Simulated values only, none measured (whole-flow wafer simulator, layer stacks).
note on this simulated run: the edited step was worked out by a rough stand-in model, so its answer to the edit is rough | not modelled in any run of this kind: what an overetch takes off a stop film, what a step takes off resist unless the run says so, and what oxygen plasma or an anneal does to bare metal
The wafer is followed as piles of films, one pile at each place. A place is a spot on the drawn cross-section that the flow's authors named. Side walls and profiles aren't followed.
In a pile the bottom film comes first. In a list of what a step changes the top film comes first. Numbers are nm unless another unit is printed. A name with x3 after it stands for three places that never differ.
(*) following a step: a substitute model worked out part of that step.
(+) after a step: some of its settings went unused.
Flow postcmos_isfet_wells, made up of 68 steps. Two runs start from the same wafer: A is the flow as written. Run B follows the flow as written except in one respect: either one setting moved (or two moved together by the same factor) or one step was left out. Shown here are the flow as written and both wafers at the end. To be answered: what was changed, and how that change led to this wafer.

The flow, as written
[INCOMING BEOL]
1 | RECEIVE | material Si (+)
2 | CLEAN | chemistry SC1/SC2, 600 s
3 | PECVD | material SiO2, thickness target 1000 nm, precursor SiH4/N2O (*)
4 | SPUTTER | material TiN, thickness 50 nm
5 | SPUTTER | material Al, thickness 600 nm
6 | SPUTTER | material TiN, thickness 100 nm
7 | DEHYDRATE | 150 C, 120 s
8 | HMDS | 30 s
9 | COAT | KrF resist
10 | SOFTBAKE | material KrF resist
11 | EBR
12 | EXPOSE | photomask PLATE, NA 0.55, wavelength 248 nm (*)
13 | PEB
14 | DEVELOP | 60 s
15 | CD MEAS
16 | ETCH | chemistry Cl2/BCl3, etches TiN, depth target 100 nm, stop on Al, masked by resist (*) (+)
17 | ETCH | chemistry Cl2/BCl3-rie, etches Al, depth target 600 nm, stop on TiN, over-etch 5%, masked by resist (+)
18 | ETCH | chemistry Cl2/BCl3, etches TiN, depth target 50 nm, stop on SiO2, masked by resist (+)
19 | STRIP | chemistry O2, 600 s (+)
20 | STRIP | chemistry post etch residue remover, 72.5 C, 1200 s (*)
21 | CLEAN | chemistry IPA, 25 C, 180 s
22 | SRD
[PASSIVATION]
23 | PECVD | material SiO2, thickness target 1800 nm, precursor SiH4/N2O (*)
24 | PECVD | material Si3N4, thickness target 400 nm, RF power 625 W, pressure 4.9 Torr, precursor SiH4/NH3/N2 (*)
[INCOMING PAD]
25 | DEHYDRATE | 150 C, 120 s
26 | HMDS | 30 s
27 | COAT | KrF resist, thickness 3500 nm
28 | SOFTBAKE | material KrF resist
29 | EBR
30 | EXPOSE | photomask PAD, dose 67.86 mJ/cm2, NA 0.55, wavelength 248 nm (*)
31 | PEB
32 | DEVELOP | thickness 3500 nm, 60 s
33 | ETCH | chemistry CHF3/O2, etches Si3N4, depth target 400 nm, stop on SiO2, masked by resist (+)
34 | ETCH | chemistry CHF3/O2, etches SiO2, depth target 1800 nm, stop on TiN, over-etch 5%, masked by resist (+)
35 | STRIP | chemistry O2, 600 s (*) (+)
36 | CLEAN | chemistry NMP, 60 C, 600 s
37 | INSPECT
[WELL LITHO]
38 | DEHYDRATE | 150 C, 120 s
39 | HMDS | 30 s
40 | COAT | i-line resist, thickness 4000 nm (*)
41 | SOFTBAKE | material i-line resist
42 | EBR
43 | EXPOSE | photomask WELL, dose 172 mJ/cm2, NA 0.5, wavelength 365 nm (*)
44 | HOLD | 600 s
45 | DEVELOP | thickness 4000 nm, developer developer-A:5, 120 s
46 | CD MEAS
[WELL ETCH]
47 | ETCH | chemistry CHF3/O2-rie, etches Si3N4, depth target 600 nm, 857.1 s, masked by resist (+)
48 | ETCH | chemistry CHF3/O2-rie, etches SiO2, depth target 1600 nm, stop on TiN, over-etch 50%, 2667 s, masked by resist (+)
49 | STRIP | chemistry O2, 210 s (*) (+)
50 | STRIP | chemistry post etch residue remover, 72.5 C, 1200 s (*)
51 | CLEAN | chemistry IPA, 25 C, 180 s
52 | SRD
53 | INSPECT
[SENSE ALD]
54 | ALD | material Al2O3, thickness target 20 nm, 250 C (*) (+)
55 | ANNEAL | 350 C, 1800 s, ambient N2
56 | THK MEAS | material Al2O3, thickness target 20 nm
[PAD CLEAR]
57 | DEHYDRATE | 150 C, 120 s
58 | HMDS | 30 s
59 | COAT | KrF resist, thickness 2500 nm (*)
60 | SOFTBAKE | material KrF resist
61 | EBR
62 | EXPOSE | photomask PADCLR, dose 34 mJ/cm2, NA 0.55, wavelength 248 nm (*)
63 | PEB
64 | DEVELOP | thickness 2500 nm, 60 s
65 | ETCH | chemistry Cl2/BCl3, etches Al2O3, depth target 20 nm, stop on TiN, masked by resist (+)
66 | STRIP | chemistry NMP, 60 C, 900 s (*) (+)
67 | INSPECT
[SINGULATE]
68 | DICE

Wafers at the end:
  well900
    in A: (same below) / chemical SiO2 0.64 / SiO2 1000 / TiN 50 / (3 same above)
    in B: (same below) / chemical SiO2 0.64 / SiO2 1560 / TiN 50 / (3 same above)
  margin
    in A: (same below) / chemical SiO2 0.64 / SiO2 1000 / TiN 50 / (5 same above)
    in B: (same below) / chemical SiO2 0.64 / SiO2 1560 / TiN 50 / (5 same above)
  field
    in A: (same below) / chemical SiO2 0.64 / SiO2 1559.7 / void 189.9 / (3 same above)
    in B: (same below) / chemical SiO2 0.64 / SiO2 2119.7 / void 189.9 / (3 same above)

The reason: step 3, PECVD: thickness target 1560 nm was run, though the flow has thickness target 1000 nm.
One can read it off the wafer: well900 has SiO2 1560, and step 3 as written asks for 1000 nm.

Step by step, how the change led to this:
  3 | PECVD | material SiO2, thickness target 1000 nm, precursor SiH4/N2O (*)
      field, margin, well900, well1300 x3, pad_rim, pad_clr, pad_open: A +1000 SiO2 (new film) | B +1560 SiO2 (new film)
